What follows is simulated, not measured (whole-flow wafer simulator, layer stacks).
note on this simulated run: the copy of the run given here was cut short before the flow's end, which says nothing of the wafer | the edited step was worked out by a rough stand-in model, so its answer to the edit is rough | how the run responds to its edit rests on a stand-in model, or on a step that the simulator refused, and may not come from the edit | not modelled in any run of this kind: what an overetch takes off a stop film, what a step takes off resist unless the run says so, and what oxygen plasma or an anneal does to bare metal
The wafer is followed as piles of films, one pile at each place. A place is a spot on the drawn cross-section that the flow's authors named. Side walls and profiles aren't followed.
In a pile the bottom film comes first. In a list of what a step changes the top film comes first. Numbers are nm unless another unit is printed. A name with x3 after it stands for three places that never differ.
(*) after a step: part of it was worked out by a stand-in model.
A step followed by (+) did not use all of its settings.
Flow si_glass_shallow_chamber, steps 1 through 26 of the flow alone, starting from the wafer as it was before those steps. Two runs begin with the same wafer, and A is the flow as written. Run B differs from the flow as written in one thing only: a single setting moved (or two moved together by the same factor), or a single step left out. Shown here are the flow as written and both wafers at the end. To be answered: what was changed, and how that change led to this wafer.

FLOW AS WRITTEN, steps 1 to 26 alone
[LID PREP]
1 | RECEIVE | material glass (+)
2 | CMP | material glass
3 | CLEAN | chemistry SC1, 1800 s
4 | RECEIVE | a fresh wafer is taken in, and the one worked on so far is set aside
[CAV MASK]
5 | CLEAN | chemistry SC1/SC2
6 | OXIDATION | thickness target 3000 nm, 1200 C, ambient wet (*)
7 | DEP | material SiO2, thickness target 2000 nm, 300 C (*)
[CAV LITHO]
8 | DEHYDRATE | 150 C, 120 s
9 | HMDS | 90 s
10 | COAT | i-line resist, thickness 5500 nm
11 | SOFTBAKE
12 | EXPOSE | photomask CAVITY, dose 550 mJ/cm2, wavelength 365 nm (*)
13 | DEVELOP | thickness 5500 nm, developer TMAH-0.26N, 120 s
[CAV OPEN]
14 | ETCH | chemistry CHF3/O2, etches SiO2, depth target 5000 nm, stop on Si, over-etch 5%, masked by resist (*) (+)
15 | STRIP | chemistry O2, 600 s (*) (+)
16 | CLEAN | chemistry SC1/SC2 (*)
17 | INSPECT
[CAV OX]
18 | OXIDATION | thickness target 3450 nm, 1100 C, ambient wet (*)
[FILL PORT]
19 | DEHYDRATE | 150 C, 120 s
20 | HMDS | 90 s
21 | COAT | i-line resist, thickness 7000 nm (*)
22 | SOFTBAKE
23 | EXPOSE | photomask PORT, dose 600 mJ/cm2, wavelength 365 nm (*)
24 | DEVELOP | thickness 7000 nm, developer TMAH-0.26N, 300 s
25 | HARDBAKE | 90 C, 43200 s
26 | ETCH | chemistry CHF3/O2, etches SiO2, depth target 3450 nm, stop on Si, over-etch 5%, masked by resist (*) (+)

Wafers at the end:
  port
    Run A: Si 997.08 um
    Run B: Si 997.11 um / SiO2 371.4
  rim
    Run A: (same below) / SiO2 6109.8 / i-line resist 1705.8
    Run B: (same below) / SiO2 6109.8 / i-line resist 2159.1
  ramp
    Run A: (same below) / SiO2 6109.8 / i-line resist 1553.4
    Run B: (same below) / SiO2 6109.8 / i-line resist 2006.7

Cause: step 26, ETCH: depth target 2932 nm was run, whereas the flow has depth target 3450 nm.

Step by step, how the change led to this:
  26 | ETCH | chemistry CHF3/O2, etches SiO2, depth target 3450 nm, stop on Si, over-etch 5%, masked by resist (*) (+)
      port: A SiO2 loses 3450 (all of it), Si loses 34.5 | B SiO2 loses 3078.6
      rim, ramp, cav, ring: A i-line resist loses 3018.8 | B i-line resist loses 2565.5
      (also at 1 further place)
